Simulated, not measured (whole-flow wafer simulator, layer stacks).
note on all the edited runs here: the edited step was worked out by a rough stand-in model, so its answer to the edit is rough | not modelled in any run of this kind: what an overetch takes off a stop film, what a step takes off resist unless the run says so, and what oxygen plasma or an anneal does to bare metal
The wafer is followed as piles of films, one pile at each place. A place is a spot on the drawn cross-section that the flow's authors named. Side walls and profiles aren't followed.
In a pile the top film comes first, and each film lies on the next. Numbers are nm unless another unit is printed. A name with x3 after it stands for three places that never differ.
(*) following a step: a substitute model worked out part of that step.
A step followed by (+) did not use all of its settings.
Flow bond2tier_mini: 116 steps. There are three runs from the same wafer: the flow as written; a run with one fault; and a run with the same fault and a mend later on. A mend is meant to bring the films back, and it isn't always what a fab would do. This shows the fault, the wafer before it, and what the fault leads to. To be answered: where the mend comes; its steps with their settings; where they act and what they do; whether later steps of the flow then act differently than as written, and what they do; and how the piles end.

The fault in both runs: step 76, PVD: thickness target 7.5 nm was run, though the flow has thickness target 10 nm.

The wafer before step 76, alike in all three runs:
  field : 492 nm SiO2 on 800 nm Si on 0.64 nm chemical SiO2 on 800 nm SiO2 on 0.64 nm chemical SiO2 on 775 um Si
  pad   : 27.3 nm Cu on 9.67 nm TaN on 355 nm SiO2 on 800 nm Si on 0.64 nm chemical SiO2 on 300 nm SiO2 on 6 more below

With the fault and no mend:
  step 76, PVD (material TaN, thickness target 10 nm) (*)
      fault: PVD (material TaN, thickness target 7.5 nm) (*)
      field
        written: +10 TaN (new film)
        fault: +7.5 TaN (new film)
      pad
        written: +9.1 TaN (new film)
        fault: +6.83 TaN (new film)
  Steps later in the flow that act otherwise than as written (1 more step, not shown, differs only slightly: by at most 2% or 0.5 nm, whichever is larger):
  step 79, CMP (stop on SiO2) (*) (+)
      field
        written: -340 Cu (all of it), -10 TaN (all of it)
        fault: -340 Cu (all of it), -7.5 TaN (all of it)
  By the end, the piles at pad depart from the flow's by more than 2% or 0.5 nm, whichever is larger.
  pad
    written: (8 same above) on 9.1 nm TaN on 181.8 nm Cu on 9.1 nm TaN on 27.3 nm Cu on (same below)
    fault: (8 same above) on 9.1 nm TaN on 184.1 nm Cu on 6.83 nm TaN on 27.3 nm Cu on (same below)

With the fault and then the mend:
  After step 76 comes the mend.
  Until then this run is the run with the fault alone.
  step 76a, PVD (material TaN, thickness target 2.5 nm) (*) (the flow's step 76, run once more with other settings)
      field
        +2.5 TaN
      pad
        +2.27 TaN
  Later steps of the flow that are run all act as written at every place that is followed.
  At every place that both follow, the piles at the end match the flow's.
